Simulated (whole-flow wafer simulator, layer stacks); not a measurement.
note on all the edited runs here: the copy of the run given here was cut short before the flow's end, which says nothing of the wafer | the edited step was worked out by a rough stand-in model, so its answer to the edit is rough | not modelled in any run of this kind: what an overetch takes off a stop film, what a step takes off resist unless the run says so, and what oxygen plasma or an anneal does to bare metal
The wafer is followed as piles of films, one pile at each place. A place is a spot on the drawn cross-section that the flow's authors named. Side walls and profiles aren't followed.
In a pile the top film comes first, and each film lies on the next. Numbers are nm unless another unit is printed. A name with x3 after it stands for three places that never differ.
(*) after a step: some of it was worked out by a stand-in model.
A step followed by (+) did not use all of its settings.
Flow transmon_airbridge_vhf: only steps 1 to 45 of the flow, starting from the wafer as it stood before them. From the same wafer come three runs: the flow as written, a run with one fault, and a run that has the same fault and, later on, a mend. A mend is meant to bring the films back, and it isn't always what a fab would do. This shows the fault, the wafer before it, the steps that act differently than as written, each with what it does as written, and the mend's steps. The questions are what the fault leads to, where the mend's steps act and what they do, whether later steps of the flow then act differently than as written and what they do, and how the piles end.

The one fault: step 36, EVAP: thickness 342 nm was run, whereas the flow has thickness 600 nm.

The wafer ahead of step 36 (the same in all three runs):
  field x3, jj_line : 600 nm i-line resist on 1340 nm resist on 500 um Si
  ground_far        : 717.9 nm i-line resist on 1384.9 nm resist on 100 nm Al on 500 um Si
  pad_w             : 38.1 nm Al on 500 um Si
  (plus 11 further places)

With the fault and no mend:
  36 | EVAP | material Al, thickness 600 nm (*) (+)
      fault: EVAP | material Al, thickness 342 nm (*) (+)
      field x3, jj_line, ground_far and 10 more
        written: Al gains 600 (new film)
        fault: Al gains 342 (new film)
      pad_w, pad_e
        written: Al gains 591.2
        fault: Al gains 337
  Later steps of the flow acting differently than as written:
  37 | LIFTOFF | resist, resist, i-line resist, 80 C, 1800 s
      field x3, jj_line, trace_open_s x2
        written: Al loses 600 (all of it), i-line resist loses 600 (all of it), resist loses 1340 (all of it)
        fault: Al loses 342 (all of it), i-line resist loses 600 (all of it), resist loses 1340 (all of it)
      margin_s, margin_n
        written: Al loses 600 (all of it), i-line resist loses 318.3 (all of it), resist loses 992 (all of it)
        fault: Al loses 342 (all of it), i-line resist loses 318.3 (all of it), resist loses 992 (all of it)
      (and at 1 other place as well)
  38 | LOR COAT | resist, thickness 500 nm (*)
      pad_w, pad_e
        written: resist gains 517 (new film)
        fault: resist gains 540.8 (new film)
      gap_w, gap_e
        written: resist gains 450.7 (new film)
        fault: resist gains 461.2 (new film)
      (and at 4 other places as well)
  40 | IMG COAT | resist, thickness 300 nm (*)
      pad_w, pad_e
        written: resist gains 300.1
        fault: resist gains 312.1
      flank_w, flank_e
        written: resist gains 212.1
        fault: resist gains 220.9
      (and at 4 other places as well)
  By the end, the piles at pad_w, flank_w, gap_w and 7 more depart from the flow's by more than 2% or 0.5 nm, whichever is larger.
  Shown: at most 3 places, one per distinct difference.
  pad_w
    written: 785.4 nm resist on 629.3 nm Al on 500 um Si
    fault: 821.1 nm resist on 375.1 nm Al on 500 um Si
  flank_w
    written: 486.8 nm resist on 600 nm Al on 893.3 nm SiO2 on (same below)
    fault: 501.7 nm resist on 342 nm Al on 893.3 nm SiO2 on (same below)
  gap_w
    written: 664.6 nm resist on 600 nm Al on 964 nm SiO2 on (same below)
    fault: 683.8 nm resist on 342 nm Al on 964 nm SiO2 on (same below)

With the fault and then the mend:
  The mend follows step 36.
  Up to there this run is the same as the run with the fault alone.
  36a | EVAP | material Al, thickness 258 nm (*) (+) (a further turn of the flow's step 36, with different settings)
      field x3, jj_line, ground_far and 10 more
        Al gains 258
      pad_w, pad_e
        Al gains 254.2
  Later steps of the flow that are run all act as written at every place that is followed, up to a difference of at most 2% or 0.5 nm, whichever is larger.
  The piles end only slightly different from the flow's at the places that both follow, by no more than 2% or 0.5 nm, whichever is larger.
